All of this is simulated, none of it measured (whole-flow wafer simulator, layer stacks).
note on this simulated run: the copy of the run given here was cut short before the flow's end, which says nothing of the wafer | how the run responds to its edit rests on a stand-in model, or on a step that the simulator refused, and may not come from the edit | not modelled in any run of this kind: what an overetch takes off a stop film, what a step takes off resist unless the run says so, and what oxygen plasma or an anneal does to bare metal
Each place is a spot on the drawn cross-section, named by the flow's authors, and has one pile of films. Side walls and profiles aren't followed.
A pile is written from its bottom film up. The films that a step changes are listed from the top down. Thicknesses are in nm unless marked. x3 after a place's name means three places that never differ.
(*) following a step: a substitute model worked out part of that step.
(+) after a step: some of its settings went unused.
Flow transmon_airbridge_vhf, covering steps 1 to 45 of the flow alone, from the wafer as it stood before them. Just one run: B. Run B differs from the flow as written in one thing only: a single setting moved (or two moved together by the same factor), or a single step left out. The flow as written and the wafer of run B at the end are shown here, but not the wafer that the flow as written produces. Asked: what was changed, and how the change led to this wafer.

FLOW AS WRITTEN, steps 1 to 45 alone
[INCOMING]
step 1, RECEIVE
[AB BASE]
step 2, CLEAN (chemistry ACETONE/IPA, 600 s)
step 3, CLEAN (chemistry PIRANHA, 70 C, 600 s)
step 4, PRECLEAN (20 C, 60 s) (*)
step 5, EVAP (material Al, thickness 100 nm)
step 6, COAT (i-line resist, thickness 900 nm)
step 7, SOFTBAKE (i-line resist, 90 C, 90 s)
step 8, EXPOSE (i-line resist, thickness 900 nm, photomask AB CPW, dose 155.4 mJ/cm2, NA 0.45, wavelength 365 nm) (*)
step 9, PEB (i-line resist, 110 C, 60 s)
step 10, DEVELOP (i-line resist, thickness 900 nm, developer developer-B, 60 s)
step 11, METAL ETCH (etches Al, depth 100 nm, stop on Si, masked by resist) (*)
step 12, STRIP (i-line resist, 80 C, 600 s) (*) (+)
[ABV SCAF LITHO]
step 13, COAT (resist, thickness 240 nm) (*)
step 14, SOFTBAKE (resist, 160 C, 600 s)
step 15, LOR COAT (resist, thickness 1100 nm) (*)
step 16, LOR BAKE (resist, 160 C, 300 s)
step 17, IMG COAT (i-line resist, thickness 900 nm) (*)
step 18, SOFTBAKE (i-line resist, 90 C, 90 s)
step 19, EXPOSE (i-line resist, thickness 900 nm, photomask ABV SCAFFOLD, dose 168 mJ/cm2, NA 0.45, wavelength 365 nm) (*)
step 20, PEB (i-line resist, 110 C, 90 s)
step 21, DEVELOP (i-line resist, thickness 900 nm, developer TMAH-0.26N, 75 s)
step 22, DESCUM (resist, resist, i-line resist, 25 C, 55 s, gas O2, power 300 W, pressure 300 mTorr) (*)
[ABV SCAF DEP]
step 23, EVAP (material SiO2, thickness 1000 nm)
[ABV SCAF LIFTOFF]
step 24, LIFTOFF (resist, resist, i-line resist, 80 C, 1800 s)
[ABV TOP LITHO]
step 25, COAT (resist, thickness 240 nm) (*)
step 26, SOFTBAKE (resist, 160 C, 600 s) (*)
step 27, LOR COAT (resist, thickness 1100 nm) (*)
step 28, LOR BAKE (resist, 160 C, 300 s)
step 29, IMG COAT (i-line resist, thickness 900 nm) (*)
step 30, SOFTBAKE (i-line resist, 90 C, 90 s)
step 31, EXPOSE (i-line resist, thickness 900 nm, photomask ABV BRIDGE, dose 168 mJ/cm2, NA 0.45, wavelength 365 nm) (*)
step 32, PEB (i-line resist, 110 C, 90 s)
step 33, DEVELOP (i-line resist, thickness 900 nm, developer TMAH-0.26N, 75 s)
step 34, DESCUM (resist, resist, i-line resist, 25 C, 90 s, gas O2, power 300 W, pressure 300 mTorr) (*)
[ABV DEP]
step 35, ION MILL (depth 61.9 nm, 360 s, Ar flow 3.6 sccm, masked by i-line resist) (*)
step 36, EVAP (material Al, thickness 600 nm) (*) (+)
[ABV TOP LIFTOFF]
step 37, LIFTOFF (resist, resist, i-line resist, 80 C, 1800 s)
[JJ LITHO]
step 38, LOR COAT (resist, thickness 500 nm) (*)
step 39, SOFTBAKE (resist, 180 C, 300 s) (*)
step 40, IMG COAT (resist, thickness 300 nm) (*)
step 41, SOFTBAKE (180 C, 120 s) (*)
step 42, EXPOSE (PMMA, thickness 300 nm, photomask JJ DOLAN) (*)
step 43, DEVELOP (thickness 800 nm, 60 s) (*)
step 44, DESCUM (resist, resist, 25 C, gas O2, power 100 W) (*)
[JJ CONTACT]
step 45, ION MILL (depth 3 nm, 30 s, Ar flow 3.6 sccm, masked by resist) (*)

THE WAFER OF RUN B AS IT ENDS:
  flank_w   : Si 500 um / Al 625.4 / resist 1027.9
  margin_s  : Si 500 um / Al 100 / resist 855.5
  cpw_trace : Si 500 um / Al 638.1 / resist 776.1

The reason: step 12, STRIP: i-line resist, 80 C, 600 s (*) (+), was not run.

The path from the change to this, step by step:
  step 13, COAT (resist, thickness 240 nm) (*)
      pad_w, pad_e: resist gains 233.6 (new film) (it would be, as written: resist gains 239.3 (new film))
      flank_w, flank_e: resist gains 173.9 (new film) (it would be, as written: resist gains 222.3 (new film))
      (also at 4 further places)
  step 15, LOR COAT (resist, thickness 1100 nm) (*)
      pad_w, pad_e: resist gains 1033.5 (it would be, as written: resist gains 1090.9)
      flank_w, flank_e: resist gains 919 (it would be, as written: resist gains 1086.4)
      (also at 3 further places)
  step 17, IMG COAT (i-line resist, thickness 900 nm) (*)
      pad_w, pad_e: i-line resist gains 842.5 (new film) (it would be, as written: i-line resist gains 894.9 (new film))
      flank_w, flank_e: i-line resist gains 934.3 (new film) (it would be, as written: i-line resist gains 907.6 (new film))
      (also at 4 further places)
  step 18, SOFTBAKE (i-line resist, 90 C, 90 s)
      gap_w, gap_e: i-line resist gains 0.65 (it would be, as written: nothing)
  step 20, PEB (i-line resist, 110 C, 90 s)
      pad_w, pad_e: i-line resist loses 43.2 (it would be, as written: i-line resist loses 46)
      flank_w, flank_e: i-line resist loses 48.1 (it would be, as written: i-line resist loses 46.7)
      (also at 4 further places)
  step 21, DEVELOP (i-line resist, thickness 900 nm, developer TMAH-0.26N, 75 s)
      flank_w, flank_e: i-line resist loses 886.2 (all of it), resist loses 919 (it would be, as written: i-line resist loses 860.9 (all of it), resist loses 1086.4)
      gap_w, gap_e: i-line resist loses 1110.3 (all of it), resist loses 1364.8 (it would be, as written: i-line resist loses 879.1 (all of it), resist loses 1129.7)
      (also at 1 further place)
  step 22, DESCUM (resist, resist, i-line resist, 25 C, 55 s, gas O2, power 300 W, pressure 300 mTorr) (*)
      flank_w, flank_e: resist loses 173.9 (all of it) (it would be, as written: resist loses 222.3 (all of it))
      gap_w, gap_e: resist loses 308.3 (all of it) (it would be, as written: resist loses 251.7 (all of it))
      (also at 1 further place)
  step 24, LIFTOFF (resist, resist, i-line resist, 80 C, 1800 s)
      cpw_trace, margin_s, bridge_strip, margin_n: SiO2 loses 1000 (all of it), i-line resist loses 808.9 (all of it) (it would be, as written: nothing)
      pad_w, pad_e: SiO2 loses 1000 (all of it), i-line resist loses 668.5 (all of it), resist loses 1267.1 (all of it), i-line resist loses 808.9 (all of it) (it would be, as written: SiO2 loses 1000 (all of it), i-line resist loses 718 (all of it), resist loses 1330.2 (all of it))
      (also at 5 further places)
  step 25, COAT (resist, thickness 240 nm) (*)
      flank_w, flank_e: resist gains 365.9 (new film) (it would be, as written: resist gains 152.6 (new film))
      gap_w, gap_e: resist gains 177.6 (new film) (it would be, as written: resist gains 210.7 (new film))
      (also at 7 further places)
  step 27, LOR COAT (resist, thickness 1100 nm) (*)
      gap_w, gap_e: resist gains 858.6 (it would be, as written: resist gains 977.8)
      margin_s, margin_n: resist gains 1100 (it would be, as written: resist gains 823.4)
      (also at 7 further places)
  step 29, IMG COAT (i-line resist, thickness 900 nm) (*)
      gap_w, gap_e: i-line resist gains 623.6 (new film) (it would be, as written: i-line resist gains 681.7 (new film))
      margin_s, margin_n: i-line resist gains 900 (new film) (it would be, as written: i-line resist gains 603.2 (new film))
      (also at 7 further places)
  step 30, SOFTBAKE (i-line resist, 90 C, 90 s)
      flank_w, flank_e: i-line resist gains 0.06 (it would be, as written: i-line resist loses 0.73)
      margin_s, margin_n: nothing (it would be, as written: i-line resist loses 0.61)
  step 32, PEB (i-line resist, 110 C, 90 s)
      pad_w, pad_e: i-line resist loses 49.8 (it would be, as written: i-line resist loses 51)
      flank_w, flank_e: i-line resist loses 42.3 (it would be, as written: i-line resist loses 38.3)
      (also at 7 further places)
  step 33, DEVELOP (i-line resist, thickness 900 nm, developer TMAH-0.26N, 75 s)
      gap_w, gap_e: i-line resist loses 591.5 (all of it), resist loses 858.6 (it would be, as written: i-line resist loses 646.9 (all of it), resist loses 977.8)
      pad_w: i-line resist loses 916.5 (all of it), resist loses 1167.8 (it would be, as written: i-line resist loses 937.2 (all of it), resist loses 1247.8)
      (also at 5 further places)
  step 34, DESCUM (resist, resist, i-line resist, 25 C, 90 s, gas O2, power 300 W, pressure 300 mTorr) (*)
      flank_w, flank_e: resist loses 365.9 (all of it) (it would be, as written: resist loses 152.6 (all of it))
      gap_w, gap_e: resist loses 177.6 (all of it) (it would be, as written: resist loses 210.7 (all of it))
      (also at 4 further places)
  step 35, ION MILL (depth 61.9 nm, 360 s, Ar flow 3.6 sccm, masked by i-line resist) (*)
      flank_w, cpw_trace, flank_e, bridge_strip: Al loses 61.9 (it would be, as written: SiO2 loses 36)
  ... 3 other steps ...
  step 40, IMG COAT (resist, thickness 300 nm) (*)
      pad_w, pad_e: resist gains 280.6 (it would be, as written: resist gains 300.1)
      flank_w, flank_e: resist gains 316.6 (it would be, as written: resist gains 212.1)
      (also at 6 further places)
Taking metal films that touch as one body, flank_w has 1 body; the flow as written gives 2 bodies (between them, from the top down: SiO2 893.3).
Taking metal films that touch as one body, cpw_trace has 1 body; the flow as written gives 2 bodies (between them, from the top down: SiO2 964).
